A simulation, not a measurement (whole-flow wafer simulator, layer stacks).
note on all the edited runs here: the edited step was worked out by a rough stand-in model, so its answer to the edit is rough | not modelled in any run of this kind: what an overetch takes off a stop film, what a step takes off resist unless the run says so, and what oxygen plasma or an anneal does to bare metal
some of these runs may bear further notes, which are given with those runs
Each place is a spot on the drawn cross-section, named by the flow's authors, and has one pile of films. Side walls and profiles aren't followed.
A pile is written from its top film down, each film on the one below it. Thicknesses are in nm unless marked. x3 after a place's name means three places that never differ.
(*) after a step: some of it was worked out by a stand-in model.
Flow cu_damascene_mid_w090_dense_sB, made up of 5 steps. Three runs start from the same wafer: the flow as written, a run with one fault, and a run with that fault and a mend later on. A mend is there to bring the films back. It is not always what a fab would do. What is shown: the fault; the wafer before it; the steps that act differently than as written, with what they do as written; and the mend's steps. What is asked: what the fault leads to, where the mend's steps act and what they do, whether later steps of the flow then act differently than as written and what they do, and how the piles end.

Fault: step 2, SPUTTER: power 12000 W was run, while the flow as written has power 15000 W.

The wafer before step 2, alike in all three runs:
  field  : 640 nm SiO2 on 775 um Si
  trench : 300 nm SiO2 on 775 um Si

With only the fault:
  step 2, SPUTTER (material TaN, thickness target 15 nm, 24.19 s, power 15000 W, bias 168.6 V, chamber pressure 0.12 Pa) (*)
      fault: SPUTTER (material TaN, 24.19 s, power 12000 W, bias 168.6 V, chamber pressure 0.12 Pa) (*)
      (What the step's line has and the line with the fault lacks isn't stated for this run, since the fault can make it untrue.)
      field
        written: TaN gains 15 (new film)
        fault: TaN gains 12 (new film)
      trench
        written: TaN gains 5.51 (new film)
        fault: TaN gains 4.41 (new film)
  Later steps of the flow that are run all act as written at every place that is followed, up to a difference of at most 2% or 0.5 nm, whichever is larger.
  The piles end different from the flow's at field, trench by more than 2% or 0.5 nm, whichever is larger.
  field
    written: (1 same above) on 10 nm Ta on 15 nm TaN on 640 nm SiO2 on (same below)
    fault: (1 same above) on 10 nm Ta on 12 nm TaN on 640 nm SiO2 on (same below)
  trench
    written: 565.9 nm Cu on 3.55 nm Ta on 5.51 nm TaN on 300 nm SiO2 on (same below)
    fault: 564 nm Cu on 3.59 nm Ta on 4.41 nm TaN on 300 nm SiO2 on (same below)

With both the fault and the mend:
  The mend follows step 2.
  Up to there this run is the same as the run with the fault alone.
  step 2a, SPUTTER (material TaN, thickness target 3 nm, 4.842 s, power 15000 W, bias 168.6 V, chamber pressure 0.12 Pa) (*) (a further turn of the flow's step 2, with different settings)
      field
        TaN gains 3
      trench
        TaN gains 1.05
  Later steps of the flow that are run all act as written at every place that is followed, up to a difference of at most 2% or 0.5 nm, whichever is larger.
  At the end the piles are close to the flow's at the places that both follow, differing by at most 2% or 0.5 nm, whichever is larger.
